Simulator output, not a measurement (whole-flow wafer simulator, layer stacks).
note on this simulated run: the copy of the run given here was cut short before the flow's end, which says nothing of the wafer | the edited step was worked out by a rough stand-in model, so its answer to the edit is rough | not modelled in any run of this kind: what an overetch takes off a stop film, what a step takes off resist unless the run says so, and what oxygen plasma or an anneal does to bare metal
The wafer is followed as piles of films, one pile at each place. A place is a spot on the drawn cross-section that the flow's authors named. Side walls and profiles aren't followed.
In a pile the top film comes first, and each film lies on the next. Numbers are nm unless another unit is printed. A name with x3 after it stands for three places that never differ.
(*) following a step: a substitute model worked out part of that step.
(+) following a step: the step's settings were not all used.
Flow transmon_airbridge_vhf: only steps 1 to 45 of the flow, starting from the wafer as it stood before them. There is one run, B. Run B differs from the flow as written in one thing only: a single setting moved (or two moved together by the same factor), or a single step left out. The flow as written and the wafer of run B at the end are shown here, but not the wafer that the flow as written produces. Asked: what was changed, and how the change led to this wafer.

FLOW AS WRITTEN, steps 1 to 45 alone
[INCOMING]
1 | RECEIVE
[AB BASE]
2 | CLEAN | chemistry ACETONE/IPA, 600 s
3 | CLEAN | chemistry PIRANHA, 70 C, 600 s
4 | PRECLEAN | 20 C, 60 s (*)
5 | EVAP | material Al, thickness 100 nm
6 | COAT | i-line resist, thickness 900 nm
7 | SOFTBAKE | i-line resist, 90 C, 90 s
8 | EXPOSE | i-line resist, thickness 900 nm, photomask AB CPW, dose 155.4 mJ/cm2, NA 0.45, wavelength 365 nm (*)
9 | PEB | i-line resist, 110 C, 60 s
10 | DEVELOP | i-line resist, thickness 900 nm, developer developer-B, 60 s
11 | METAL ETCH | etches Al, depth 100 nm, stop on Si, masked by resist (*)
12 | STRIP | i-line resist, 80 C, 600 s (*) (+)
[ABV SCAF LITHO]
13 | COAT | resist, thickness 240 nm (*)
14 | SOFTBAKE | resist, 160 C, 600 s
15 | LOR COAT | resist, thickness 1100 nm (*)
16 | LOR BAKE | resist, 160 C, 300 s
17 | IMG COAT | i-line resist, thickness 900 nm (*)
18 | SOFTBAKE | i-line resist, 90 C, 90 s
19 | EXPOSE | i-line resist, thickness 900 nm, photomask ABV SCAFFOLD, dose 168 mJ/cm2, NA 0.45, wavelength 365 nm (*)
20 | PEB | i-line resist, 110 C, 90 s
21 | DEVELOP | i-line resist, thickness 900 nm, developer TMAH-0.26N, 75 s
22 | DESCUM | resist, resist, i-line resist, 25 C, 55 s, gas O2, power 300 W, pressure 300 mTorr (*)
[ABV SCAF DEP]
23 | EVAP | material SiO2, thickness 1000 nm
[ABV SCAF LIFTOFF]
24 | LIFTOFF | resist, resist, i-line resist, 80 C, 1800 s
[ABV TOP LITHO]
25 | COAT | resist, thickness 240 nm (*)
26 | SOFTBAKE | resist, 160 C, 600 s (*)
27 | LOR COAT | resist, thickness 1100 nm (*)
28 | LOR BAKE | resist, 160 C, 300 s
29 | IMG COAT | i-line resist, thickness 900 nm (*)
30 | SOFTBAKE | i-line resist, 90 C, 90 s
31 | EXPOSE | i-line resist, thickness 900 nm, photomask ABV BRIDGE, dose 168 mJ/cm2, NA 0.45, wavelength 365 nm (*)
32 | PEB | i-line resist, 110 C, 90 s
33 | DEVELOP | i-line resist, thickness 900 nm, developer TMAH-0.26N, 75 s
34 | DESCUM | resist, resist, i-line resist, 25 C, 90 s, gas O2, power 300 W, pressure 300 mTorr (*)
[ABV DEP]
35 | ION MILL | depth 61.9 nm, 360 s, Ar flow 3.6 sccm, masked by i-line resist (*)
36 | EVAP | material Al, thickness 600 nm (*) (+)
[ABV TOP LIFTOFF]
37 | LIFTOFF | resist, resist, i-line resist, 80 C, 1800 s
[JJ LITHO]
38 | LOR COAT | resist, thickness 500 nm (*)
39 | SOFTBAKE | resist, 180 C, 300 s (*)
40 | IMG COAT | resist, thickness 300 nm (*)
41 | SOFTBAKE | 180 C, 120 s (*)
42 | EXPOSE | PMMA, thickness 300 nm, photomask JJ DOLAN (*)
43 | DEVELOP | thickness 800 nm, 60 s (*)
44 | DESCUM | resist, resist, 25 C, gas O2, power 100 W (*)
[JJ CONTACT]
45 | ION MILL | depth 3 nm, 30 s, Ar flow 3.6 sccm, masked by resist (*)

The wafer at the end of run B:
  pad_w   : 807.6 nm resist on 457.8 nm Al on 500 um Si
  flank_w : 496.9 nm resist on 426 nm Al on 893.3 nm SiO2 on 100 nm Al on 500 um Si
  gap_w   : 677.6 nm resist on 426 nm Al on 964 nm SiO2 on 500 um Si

What caused this: step 36, EVAP: thickness 426 nm was run, whereas the flow has thickness 600 nm.
The wafer lets one read it off: flank_w has Al 426, and step 36 as written asks for 600 nm.

How this came from the change, step by step:
  36 | EVAP | material Al, thickness 600 nm (*) (+)
      field x3, jj_line, ground_far and 10 more: +426 Al (new film) (in the flow as written it would be: +600 Al (new film))
      pad_w, pad_e: +419.8 Al (in the flow as written it would be: +591.2 Al)
  37 | LIFTOFF | resist, resist, i-line resist, 80 C, 1800 s
      field x3, jj_line, trace_open_s x2: -426 Al (all of it), -600 i-line resist (all of it), -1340 resist (all of it) (in the flow as written it would be: -600 Al (all of it), -600 i-line resist (all of it), -1340 resist (all of it))
      margin_s, margin_n: -426 Al (all of it), -318.3 i-line resist (all of it), -992 resist (all of it) (in the flow as written it would be: -600 Al (all of it), -318.3 i-line resist (all of it), -992 resist (all of it))
      (and at 1 other place as well)
  38 | LOR COAT | resist, thickness 500 nm (*)
      pad_w, pad_e: +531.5 resist (new film) (in the flow as written it would be: +517 resist (new film))
      margin_s, margin_n: +430.1 resist (new film) (in the flow as written it would be: +445.3 resist (new film))
      (and at 1 other place as well)
  40 | IMG COAT | resist, thickness 300 nm (*)
      pad_w, pad_e: +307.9 resist (in the flow as written it would be: +300.1 resist)
      flank_w, flank_e: +218 resist (in the flow as written it would be: +212.1 resist)
      (and at 4 other places as well)
